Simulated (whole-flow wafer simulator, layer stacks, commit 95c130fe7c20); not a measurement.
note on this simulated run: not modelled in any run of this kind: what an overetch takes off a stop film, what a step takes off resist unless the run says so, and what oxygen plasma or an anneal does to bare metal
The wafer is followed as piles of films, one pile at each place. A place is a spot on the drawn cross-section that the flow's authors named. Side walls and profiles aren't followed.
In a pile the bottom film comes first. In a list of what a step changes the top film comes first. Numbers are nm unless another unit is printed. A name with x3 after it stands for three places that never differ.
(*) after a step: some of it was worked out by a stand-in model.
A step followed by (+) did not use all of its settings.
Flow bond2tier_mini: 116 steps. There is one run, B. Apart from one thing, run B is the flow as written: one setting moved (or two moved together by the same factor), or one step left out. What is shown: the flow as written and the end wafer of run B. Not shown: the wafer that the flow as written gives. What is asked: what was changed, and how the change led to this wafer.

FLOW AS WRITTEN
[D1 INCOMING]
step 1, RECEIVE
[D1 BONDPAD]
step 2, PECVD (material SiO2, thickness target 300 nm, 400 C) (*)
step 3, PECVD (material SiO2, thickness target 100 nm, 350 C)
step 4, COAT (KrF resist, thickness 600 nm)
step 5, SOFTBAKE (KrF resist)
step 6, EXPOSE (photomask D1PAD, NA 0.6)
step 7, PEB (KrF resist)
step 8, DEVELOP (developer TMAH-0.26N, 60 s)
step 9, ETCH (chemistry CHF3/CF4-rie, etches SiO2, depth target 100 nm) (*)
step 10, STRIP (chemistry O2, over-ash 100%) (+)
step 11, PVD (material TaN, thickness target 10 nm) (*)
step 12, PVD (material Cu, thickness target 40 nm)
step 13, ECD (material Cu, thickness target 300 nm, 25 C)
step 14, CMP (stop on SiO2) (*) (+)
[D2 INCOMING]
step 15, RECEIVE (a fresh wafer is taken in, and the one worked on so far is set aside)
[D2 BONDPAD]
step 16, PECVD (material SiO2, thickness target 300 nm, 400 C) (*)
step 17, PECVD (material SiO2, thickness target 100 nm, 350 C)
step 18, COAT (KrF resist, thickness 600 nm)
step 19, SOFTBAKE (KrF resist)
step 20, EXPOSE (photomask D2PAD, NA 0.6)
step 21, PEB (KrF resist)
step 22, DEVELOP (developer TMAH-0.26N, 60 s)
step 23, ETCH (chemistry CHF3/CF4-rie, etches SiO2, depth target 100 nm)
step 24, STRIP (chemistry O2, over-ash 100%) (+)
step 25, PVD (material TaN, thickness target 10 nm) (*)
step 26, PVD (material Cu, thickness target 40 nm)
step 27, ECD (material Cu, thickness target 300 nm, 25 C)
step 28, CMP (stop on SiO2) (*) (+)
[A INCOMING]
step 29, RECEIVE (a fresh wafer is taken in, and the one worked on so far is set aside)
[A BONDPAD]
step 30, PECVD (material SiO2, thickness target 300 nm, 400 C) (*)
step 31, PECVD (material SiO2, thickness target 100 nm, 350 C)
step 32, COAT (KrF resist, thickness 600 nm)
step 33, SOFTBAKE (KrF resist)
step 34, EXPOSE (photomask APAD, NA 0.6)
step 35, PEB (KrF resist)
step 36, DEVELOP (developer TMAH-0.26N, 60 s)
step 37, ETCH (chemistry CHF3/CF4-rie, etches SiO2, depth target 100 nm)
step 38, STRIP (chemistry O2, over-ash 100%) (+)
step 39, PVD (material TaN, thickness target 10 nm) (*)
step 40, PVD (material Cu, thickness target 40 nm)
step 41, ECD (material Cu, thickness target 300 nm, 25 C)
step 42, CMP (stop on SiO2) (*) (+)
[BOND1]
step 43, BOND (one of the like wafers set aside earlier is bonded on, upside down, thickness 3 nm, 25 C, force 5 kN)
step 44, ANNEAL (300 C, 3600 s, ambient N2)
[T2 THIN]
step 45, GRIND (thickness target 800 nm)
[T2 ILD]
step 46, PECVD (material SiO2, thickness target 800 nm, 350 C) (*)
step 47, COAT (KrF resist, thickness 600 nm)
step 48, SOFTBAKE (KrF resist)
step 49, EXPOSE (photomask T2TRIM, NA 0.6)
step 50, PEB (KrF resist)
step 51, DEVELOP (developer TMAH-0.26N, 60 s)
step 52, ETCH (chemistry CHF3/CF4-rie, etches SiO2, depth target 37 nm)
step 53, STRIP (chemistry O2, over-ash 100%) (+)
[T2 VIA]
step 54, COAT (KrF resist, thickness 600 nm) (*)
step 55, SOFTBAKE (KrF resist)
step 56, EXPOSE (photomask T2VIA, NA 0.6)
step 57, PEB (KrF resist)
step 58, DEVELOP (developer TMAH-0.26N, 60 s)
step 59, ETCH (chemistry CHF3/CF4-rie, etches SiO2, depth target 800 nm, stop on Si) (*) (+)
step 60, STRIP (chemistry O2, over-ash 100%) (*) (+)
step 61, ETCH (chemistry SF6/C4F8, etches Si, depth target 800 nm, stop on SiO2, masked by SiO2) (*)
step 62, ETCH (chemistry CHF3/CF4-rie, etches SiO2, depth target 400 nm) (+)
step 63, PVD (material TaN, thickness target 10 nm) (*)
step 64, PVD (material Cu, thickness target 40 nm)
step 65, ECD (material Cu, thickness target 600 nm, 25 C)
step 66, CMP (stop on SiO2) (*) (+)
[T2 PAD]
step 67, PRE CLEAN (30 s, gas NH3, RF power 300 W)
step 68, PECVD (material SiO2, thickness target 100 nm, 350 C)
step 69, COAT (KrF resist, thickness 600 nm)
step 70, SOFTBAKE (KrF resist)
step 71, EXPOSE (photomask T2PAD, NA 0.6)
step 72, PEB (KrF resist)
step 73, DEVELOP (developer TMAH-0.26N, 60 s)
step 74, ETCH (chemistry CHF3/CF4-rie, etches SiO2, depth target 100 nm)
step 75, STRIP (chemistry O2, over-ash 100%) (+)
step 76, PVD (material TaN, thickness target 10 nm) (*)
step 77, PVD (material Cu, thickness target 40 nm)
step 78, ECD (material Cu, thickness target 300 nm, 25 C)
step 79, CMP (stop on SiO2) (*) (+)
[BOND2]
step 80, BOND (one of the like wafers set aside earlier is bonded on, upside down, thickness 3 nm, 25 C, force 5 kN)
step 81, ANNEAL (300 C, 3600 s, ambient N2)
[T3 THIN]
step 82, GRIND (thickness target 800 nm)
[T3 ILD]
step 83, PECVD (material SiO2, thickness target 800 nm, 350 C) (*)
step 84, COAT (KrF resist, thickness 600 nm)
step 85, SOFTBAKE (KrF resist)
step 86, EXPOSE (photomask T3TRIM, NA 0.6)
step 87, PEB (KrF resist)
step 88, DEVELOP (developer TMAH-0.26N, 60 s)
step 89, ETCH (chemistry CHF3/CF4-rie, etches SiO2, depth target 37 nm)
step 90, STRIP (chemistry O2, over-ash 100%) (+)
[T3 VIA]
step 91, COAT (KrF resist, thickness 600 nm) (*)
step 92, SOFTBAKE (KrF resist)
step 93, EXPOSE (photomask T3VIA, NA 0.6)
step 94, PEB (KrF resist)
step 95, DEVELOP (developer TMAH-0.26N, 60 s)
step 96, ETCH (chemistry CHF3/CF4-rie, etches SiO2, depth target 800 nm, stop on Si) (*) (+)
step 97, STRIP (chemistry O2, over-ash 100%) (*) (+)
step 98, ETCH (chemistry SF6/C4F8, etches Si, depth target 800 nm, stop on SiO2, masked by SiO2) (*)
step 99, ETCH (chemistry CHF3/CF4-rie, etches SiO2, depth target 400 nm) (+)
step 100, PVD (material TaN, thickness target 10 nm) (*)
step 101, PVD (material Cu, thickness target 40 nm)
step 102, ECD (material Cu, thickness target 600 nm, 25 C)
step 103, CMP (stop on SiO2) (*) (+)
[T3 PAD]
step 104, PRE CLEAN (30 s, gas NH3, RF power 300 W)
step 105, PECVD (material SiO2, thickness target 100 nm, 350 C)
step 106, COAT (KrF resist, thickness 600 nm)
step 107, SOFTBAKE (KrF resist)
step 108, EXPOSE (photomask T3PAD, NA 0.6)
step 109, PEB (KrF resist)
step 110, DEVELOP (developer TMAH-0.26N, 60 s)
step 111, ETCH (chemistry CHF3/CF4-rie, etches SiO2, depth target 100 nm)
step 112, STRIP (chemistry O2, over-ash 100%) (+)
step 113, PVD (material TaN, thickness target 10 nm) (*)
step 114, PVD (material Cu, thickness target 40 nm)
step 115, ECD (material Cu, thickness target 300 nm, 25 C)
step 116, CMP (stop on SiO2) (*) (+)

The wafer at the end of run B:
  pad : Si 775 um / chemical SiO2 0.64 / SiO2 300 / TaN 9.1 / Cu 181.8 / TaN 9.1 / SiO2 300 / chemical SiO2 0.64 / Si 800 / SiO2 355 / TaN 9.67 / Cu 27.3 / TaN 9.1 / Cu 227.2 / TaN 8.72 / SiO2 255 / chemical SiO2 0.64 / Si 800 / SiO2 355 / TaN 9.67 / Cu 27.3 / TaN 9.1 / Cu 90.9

What caused this: step 23, ETCH: depth target 145 nm was run, while the flow as written has depth target 100 nm.

The path from the change to this, step by step:
  step 23, ETCH (chemistry CHF3/CF4-rie, etches SiO2, depth target 100 nm)
      pad, via: SiO2 loses 145 (it would be, as written: SiO2 loses 100)
      field: KrF resist loses 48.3 (it would be, as written: KrF resist loses 33.3)
  step 24, STRIP (chemistry O2, over-ash 100%) (+)
      field: KrF resist loses 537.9 (all of it) (it would be, as written: KrF resist loses 552.9 (all of it))
  step 26, PVD (material Cu, thickness target 40 nm)
      pad: Cu gains 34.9 (new film) (it would be, as written: Cu gains 36.4 (new film))
  step 27, ECD (material Cu, thickness target 300 nm, 25 C)
      pad: Cu gains 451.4 (it would be, as written: Cu gains 404.5)
      via: Cu gains 445.5 (it would be, as written: Cu gains 400.2)
  step 80, BOND (one of the like wafers set aside earlier is bonded on, upside down, thickness 3 nm, 25 C, force 5 kN)
      pad: Si gains 775 um (new film), chemical SiO2 gains 0.64 (new film), SiO2 gains 255 (new film), TaN gains 8.72 (new film), Cu gains 136.3 (it would be, as written: Si gains 775 um (new film), chemical SiO2 gains 0.64 (new film), SiO2 gains 300 (new film), TaN gains 9.1 (new film), Cu gains 90.9)
